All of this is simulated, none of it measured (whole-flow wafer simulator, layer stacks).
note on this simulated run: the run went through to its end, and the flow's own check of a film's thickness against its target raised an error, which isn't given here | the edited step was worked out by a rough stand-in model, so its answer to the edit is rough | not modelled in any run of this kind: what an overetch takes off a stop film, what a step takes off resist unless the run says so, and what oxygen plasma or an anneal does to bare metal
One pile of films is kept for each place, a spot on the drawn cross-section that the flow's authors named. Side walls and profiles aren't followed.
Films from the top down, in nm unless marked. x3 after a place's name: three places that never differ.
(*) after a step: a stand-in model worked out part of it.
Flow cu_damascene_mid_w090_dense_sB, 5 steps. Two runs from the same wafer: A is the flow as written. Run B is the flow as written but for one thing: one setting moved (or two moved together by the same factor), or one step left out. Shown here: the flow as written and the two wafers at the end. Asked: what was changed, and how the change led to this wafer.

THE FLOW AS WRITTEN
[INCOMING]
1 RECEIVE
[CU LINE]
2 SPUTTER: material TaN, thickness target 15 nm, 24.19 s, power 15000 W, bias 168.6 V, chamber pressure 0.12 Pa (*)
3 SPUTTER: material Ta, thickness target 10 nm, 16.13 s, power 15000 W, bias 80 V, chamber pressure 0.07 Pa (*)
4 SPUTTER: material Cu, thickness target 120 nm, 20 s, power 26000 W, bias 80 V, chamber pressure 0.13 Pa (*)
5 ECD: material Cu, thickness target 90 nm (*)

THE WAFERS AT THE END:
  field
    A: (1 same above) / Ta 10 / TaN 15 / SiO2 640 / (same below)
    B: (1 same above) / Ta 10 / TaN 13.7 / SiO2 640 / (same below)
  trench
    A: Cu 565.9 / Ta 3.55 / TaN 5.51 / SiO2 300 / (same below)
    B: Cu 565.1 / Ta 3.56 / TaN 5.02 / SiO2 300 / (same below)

The cause: step 2, SPUTTER: power 13660 W was run, where the flow has power 15000 W.

How the change led to this, step by step:
  2 SPUTTER: material TaN, thickness target 15 nm, 24.19 s, power 15000 W, bias 168.6 V, chamber pressure 0.12 Pa (*)
      field: A TaN +15 (new film) | B TaN +13.7 (new film)
